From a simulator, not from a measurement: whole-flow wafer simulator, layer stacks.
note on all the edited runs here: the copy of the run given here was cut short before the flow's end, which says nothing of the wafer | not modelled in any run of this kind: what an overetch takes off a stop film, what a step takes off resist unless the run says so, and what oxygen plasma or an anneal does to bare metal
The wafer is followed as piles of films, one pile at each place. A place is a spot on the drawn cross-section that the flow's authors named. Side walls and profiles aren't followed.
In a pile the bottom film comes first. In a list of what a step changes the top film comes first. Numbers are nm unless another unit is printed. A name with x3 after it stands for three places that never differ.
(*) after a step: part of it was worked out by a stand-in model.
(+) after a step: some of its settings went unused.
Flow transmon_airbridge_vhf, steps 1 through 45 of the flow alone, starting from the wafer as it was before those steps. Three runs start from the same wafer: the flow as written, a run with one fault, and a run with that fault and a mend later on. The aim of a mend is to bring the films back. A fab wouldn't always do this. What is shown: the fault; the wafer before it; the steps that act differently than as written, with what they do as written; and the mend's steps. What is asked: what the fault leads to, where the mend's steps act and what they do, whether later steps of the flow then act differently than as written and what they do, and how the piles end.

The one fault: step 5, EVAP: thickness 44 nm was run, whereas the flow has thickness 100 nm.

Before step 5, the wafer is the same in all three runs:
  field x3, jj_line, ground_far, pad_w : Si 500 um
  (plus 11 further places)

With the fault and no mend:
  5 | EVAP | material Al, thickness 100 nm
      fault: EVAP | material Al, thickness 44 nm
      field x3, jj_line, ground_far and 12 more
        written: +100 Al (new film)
        fault: +44 Al (new film)
  Later steps of the flow acting differently than as written (not shown: 10 more steps that differ only slightly, by at most 2% or 0.5 nm, whichever is larger):
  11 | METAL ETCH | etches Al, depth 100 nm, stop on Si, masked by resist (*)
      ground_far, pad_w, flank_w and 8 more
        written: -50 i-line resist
        fault: -33 i-line resist
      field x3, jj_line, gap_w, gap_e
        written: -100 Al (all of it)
        fault: -44 Al (all of it)
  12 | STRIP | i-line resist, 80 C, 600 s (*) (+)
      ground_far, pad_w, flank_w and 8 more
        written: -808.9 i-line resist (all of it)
        fault: -825.9 i-line resist (all of it)
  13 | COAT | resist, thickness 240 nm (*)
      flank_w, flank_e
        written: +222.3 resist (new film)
        fault: +231.4 resist (new film)
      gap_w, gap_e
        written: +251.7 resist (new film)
        fault: +245.6 resist (new film)
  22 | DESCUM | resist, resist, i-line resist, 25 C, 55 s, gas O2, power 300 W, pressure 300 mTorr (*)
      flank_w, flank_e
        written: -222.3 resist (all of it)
        fault: -231.4 resist (all of it)
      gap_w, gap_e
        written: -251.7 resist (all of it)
        fault: -245.6 resist (all of it)
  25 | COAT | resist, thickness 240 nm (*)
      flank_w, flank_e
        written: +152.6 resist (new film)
        fault: +159.6 resist (new film)
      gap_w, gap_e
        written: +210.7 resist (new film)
        fault: +204.6 resist (new film)
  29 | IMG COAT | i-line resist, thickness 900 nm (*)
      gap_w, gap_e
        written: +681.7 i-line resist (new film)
        fault: +667 i-line resist (new film)
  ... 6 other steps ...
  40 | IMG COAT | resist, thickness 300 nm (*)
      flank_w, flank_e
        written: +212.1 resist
        fault: +220 resist
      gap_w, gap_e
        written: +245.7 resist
        fault: +240.5 resist
  By the end, the piles at ground_far, pad_w, flank_w and 10 more depart from the flow's by more than 2% or 0.5 nm, whichever is larger.
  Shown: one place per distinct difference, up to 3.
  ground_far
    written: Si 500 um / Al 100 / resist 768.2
    fault: Si 500 um / Al 44 / resist 768.2
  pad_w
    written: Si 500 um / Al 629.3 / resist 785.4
    fault: Si 499.99 um / Al 591.3 / resist 785.9
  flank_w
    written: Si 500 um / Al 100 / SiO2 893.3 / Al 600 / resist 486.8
    fault: Si 500 um / Al 44 / SiO2 893 / Al 600 / resist 497.9

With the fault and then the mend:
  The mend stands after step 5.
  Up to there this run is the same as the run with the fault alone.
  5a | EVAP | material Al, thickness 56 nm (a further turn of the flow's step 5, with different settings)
      field x3, jj_line, ground_far and 12 more
        +56 Al
  Every later step of the flow that is run acts as written at every place that is followed.
  The piles end the same as the flow's at every place that both follow.
